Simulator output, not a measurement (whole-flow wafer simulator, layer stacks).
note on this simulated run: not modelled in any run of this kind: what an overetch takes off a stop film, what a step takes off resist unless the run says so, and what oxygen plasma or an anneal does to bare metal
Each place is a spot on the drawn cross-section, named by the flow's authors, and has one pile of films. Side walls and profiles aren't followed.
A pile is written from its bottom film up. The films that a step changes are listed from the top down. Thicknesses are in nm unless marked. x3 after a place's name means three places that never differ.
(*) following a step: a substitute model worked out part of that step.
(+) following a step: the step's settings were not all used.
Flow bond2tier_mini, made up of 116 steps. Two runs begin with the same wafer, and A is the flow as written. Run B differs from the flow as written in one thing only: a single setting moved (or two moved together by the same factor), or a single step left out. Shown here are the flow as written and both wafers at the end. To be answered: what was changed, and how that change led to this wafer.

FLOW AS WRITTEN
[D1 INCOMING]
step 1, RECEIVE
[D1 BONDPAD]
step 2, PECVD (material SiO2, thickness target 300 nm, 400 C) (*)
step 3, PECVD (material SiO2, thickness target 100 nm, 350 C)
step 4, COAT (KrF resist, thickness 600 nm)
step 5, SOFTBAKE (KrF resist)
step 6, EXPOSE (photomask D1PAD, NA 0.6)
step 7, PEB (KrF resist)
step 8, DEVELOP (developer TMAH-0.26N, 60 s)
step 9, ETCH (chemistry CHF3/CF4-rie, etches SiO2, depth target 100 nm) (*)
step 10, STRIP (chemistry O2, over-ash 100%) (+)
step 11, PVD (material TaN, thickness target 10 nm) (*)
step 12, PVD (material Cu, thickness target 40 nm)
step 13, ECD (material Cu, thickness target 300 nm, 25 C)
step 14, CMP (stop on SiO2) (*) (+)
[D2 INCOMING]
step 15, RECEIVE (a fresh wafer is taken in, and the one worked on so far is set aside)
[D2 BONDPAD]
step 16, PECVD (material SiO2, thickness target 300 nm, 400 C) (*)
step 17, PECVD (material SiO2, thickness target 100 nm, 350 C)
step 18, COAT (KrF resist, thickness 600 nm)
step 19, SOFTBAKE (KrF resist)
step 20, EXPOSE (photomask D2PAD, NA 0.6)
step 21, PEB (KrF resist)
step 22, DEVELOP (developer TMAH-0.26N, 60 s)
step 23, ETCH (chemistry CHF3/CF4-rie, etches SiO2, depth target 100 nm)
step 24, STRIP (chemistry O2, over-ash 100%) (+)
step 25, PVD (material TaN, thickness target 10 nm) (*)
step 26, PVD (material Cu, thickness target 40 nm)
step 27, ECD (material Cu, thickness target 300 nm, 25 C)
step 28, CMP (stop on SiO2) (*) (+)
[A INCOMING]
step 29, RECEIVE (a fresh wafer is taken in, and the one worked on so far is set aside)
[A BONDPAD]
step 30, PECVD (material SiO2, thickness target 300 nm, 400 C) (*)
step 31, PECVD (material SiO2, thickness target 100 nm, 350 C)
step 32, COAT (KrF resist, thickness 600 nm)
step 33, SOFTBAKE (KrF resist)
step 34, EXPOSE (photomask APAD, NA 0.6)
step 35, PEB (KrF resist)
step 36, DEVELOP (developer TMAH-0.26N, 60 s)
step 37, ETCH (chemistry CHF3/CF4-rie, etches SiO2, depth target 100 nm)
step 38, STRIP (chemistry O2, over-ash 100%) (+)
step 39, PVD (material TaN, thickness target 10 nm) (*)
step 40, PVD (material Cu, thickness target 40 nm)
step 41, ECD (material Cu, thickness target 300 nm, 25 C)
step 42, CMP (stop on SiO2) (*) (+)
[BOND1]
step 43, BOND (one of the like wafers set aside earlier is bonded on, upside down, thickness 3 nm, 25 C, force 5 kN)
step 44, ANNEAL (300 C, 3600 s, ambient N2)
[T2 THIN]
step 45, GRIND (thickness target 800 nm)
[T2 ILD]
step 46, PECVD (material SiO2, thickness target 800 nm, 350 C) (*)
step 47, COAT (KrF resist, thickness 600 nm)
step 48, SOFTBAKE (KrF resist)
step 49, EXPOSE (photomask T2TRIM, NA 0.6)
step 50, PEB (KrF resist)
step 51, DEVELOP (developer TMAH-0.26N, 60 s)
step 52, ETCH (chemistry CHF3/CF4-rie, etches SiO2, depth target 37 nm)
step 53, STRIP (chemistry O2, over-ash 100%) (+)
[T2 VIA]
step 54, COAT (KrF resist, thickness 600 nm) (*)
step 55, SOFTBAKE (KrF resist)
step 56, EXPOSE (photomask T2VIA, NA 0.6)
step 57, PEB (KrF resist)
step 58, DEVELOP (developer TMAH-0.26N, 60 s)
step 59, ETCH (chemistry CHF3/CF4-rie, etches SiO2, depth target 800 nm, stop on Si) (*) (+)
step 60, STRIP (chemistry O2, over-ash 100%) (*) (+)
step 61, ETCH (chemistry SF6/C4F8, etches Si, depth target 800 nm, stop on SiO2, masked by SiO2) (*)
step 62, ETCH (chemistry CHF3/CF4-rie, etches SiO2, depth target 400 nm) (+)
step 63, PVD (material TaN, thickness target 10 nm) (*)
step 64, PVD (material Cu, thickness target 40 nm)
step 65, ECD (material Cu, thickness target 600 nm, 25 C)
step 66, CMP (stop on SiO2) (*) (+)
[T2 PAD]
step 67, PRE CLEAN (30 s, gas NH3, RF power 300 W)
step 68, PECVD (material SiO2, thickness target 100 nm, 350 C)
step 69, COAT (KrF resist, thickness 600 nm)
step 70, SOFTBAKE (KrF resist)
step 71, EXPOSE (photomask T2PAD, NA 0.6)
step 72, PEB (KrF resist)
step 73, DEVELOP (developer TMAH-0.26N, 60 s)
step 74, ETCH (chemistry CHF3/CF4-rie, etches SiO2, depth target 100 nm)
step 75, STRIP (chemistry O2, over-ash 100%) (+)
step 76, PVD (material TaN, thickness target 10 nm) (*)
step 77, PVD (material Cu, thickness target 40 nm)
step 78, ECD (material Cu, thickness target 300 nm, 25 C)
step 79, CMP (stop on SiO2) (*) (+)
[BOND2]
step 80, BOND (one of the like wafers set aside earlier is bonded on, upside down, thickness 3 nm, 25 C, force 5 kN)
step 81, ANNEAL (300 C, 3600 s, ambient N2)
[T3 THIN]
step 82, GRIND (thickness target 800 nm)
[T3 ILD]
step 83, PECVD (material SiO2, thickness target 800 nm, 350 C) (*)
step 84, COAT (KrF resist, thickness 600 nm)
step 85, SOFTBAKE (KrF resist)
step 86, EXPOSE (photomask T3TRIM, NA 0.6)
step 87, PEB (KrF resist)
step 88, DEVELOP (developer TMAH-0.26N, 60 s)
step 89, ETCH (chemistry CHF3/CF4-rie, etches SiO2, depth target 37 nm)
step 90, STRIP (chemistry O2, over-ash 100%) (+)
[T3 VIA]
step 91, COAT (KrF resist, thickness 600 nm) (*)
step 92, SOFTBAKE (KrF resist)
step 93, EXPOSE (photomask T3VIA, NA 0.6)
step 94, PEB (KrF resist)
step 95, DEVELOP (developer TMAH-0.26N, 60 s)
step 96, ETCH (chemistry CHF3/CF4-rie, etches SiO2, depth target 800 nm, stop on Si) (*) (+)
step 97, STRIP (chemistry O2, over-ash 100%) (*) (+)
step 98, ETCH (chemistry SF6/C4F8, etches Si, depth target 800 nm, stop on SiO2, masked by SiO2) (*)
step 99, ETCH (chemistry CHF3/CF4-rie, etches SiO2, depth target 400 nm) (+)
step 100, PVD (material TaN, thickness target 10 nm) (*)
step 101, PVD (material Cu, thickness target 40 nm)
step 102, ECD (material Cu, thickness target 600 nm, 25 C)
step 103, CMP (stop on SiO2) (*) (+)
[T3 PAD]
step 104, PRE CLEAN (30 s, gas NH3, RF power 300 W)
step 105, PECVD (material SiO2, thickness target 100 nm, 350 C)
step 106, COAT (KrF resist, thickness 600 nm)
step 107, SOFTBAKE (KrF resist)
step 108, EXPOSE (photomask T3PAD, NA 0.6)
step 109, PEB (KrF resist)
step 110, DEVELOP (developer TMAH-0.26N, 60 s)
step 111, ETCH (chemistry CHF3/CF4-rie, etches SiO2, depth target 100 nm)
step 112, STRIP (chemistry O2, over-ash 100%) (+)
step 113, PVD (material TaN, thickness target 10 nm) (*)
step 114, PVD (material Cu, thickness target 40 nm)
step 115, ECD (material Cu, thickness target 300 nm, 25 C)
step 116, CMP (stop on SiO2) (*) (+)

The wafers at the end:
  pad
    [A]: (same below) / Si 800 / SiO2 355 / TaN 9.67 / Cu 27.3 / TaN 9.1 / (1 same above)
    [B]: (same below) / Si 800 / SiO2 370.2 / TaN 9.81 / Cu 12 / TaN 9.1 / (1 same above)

What caused this: step 89, ETCH: depth target 21.8 nm was run, though the flow has depth target 37 nm.

The path from the change to this, step by step:
  step 89, ETCH (chemistry CHF3/CF4-rie, etches SiO2, depth target 37 nm)
      field: A -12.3 KrF resist | B -7.27 KrF resist
      pad: A -37 SiO2 | B -21.8 SiO2
  step 97, STRIP (chemistry O2, over-ash 100%) (*) (+)
      field: A -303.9 KrF resist (all of it) | B -310.3 KrF resist (all of it)
      pad: A -336 KrF resist (all of it) | B -329.2 KrF resist (all of it)
  step 102, ECD (material Cu, thickness target 600 nm, 25 C)
      pad: A +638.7 Cu | B +622.8 Cu
